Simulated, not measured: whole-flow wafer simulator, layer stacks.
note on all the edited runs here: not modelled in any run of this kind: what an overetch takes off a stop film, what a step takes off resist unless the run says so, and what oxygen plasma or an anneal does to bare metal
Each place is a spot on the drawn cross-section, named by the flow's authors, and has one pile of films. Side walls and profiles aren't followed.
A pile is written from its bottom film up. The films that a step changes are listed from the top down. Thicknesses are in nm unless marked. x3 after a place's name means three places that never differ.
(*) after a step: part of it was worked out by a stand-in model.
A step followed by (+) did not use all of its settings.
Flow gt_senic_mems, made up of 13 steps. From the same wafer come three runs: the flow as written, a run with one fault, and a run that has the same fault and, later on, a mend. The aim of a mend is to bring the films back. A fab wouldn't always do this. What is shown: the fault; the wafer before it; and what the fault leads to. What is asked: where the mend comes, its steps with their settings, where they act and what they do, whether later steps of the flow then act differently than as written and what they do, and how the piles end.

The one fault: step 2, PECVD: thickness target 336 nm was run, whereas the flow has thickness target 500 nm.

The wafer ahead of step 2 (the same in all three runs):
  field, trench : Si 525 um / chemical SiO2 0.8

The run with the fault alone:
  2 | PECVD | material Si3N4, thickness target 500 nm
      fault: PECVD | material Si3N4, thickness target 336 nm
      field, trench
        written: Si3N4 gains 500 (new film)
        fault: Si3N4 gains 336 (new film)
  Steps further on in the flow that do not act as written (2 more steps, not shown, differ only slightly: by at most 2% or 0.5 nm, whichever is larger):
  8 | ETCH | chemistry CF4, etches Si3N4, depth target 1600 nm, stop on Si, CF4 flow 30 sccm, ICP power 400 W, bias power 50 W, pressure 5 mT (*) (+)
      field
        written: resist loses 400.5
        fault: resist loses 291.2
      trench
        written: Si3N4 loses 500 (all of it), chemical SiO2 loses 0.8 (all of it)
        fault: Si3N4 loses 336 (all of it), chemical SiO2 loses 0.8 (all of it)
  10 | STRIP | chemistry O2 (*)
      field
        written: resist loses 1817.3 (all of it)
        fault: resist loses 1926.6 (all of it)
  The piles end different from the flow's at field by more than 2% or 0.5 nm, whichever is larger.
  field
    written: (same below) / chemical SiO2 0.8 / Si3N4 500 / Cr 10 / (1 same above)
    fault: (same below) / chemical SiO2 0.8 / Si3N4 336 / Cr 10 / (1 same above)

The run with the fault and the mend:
  The mend stands after step 7.
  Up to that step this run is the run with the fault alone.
  7a | STRIP | chemistry O2 (*)
      field
        resist loses 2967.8 (all of it)
  7b | PECVD | material Si3N4, thickness target 164 nm (a further turn of the flow's step 2, with different settings)
      field, trench
        Si3N4 gains 164
  7c | HMDS (a further turn of the flow's step 3)
      leaves every film unchanged at each place that is followed
  7d | COAT | resist, thickness 3000 nm (a further turn of the flow's step 4)
      field, trench
        resist gains 3000 (new film)
  7e | SOFTBAKE | resist (a further turn of the flow's step 5)
      leaves every film unchanged at each place that is followed
  7f | EXPOSE | photomask DEVICE, dose 108.9 mJ/cm2, wavelength 405 nm (*) (a further turn of the flow's step 6)
      leaves every film unchanged at each place that is followed
  7g | DEVELOP | resist, thickness 3000 nm, developer developer-E, 60 s (a further turn of the flow's step 7)
      field
        resist loses 32.2
      trench
        resist loses 3000 (all of it)
  Every later step of the flow that is run acts as written at every place that is followed.
  By the end, the piles equal the flow's at every place that both follow.
